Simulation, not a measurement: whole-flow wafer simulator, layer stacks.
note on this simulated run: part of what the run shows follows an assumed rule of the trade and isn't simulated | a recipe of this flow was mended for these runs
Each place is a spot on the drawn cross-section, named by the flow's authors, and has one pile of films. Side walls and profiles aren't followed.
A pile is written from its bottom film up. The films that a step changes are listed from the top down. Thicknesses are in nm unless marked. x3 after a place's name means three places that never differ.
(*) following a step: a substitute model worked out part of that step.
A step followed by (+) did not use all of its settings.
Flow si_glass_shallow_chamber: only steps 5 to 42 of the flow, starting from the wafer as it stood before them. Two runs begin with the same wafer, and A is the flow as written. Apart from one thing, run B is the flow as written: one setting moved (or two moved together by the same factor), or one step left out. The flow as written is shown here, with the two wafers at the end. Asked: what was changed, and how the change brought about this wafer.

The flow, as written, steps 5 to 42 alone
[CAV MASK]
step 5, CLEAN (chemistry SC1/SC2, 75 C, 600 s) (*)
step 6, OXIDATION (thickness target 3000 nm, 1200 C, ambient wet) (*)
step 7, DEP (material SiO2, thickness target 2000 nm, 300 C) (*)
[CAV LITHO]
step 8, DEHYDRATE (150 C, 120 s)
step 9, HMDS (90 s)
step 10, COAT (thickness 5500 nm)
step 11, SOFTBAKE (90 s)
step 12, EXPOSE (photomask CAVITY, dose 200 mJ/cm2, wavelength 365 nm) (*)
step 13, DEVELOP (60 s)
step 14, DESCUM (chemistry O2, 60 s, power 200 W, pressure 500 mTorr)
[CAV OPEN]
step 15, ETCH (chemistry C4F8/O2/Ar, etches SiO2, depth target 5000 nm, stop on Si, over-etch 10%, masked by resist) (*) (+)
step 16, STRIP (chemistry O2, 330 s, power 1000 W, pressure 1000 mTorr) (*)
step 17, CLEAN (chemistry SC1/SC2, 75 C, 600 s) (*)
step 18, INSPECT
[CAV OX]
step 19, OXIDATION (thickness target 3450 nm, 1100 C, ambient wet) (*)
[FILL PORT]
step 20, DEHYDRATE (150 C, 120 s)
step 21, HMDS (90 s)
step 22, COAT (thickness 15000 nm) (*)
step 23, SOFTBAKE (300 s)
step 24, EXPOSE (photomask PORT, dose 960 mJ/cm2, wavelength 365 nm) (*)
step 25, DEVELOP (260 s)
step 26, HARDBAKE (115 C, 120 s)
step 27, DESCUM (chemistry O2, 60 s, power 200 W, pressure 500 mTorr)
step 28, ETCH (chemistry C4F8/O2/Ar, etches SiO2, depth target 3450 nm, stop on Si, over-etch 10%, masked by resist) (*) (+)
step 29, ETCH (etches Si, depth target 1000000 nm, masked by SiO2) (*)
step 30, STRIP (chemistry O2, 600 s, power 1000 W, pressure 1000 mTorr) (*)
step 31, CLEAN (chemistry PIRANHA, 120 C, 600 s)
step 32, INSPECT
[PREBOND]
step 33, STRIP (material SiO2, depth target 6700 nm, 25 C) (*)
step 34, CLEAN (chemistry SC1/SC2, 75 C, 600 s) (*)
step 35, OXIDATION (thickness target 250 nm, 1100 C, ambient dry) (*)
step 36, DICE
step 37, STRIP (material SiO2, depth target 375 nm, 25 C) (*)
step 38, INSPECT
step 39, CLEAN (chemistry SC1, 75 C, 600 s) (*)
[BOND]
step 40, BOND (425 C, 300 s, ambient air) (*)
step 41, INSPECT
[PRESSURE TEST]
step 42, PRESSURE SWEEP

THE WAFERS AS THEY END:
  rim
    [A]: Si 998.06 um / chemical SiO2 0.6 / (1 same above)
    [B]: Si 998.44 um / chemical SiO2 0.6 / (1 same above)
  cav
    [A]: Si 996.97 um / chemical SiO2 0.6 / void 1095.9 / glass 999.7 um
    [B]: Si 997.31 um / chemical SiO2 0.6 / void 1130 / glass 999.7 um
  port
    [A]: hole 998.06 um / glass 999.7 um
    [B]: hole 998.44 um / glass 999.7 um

What caused this: step 6, OXIDATION: thickness target 1920 nm was run, whereas the flow has thickness target 3000 nm.

How this came from the change, step by step:
  step 6, OXIDATION (thickness target 3000 nm, 1200 C, ambient wet) (*)
      rim, ramp, cav, port, septum, ring: A +3000 SiO2 (new film), -0.6 chemical SiO2 (all of it), -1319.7 Si | B +1920 SiO2 (new film), -0.6 chemical SiO2 (all of it), -844.5 Si
  step 15, ETCH (chemistry C4F8/O2/Ar, etches SiO2, depth target 5000 nm, stop on Si, over-etch 10%, masked by resist) (*) (+)
      rim, ramp, septum, ring: A -1100 thick-i-line-resist | B -862.4 thick-i-line-resist
      cav, port: A -5000 SiO2 (all of it), -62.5 Si | B -3920 SiO2 (all of it), -197.5 Si
  step 16, STRIP (chemistry O2, 330 s, power 1000 W, pressure 1000 mTorr) (*)
      rim, ramp, septum, ring: A -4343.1 thick-i-line-resist (all of it) | B -4580.7 thick-i-line-resist (all of it)
  step 19, OXIDATION (thickness target 3450 nm, 1100 C, ambient wet) (*)
      rim, ramp, septum, ring: A +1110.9 SiO2, -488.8 Si | B +1340.2 SiO2, -589.7 Si
  step 22, COAT (thickness 15000 nm) (*)
      rim: A +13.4 um thick-i-line-resist (new film) | B +13.74 um thick-i-line-resist (new film)
      ramp: A +12.89 um thick-i-line-resist (new film) | B +13.34 um thick-i-line-resist (new film)
      (and at 4 other places as well)
  step 23, SOFTBAKE (300 s)
      rim: A -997 thick-i-line-resist | B -769.2 thick-i-line-resist
      ramp: A -487.1 thick-i-line-resist | B -368.9 thick-i-line-resist
      (and at 4 other places as well)
  step 25, DEVELOP (260 s)
      port: A -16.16 um thick-i-line-resist (all of it) | B -15.9 um thick-i-line-resist (all of it)
  step 26, HARDBAKE (115 C, 120 s)
      rim, ramp: A -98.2 thick-i-line-resist | B -105.1 thick-i-line-resist
      cav: A -147.1 thick-i-line-resist | B -143.6 thick-i-line-resist
  step 29, ETCH (etches Si, depth target 1000000 nm, masked by SiO2) (*)
      rim, ramp: A -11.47 um thick-i-line-resist (all of it), -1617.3 SiO2 | B -12.03 um thick-i-line-resist (all of it), -1319.6 SiO2
      port: A +997.05 um hole (new film), -997.05 um Si (all of it) | B +997.39 um hole (new film), -997.39 um Si (all of it)
      (and at 2 other places as well)
  step 30, STRIP (chemistry O2, 600 s, power 1000 W, pressure 1000 mTorr) (*)
      cav: A -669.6 thick-i-line-resist (all of it) | B -421.5 thick-i-line-resist (all of it)
  step 33, STRIP (material SiO2, depth target 6700 nm, 25 C) (*)
      rim, ramp: A -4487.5 SiO2 (all of it) | B -3934.6 SiO2 (all of it)
      septum: A -5732.1 SiO2 (all of it) | B -4907.5 SiO2 (all of it)
      (and at 1 other place as well)
  step 40, BOND (425 C, 300 s, ambient air) (*)
      cav: A +999.7 um glass (new film), +1095.9 void (new film) | B +999.7 um glass (new film), +1130 void (new film)
      port: A +999.7 um glass (new film), +1017.3 hole | B +999.7 um glass (new film), +1051.3 hole
